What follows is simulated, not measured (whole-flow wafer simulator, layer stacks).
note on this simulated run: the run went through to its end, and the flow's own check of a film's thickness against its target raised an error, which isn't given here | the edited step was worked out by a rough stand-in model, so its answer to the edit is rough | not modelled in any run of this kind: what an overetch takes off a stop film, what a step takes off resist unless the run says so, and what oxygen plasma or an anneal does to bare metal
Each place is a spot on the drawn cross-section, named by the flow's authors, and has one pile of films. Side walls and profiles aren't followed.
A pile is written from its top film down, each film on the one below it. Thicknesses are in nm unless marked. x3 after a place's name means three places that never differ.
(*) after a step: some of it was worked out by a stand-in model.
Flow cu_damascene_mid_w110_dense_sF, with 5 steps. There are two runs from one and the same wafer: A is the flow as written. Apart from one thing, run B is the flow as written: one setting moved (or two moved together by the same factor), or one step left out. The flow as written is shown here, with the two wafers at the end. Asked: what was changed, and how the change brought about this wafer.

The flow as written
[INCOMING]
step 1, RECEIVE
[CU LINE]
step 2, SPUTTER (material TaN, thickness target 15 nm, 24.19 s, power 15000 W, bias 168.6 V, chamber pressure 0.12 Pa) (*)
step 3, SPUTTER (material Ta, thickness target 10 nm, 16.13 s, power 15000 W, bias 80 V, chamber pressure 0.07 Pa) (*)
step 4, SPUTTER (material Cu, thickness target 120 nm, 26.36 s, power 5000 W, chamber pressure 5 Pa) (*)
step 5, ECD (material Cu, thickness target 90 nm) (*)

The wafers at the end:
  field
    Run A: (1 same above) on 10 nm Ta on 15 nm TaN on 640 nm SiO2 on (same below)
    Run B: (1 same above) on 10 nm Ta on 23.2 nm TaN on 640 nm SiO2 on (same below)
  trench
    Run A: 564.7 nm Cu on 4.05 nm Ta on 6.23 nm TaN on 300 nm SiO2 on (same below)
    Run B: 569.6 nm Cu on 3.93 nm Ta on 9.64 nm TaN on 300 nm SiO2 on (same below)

What caused this: step 2, SPUTTER: thickness target 23.2 nm was run, while the flow as written has thickness target 15 nm; step 2, SPUTTER: 37.49 s was run, where the flow has 24.19 s.
The wafer itself shows it: field has TaN 23.2, and step 2 as written asks for 15 nm.

Step by step, how the change led to this:
  step 2, SPUTTER (material TaN, thickness target 15 nm, 24.19 s, power 15000 W, bias 168.6 V, chamber pressure 0.12 Pa) (*)
      field: A TaN gains 15 (new film) | B TaN gains 23.2 (new film)
      trench: A TaN gains 6.23 (new film) | B TaN gains 9.64 (new film)
  step 4, SPUTTER (material Cu, thickness target 120 nm, 26.36 s, power 5000 W, chamber pressure 5 Pa) (*)
      trench: A Cu gains 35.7 (new film) | B Cu gains 34.7 (new film)
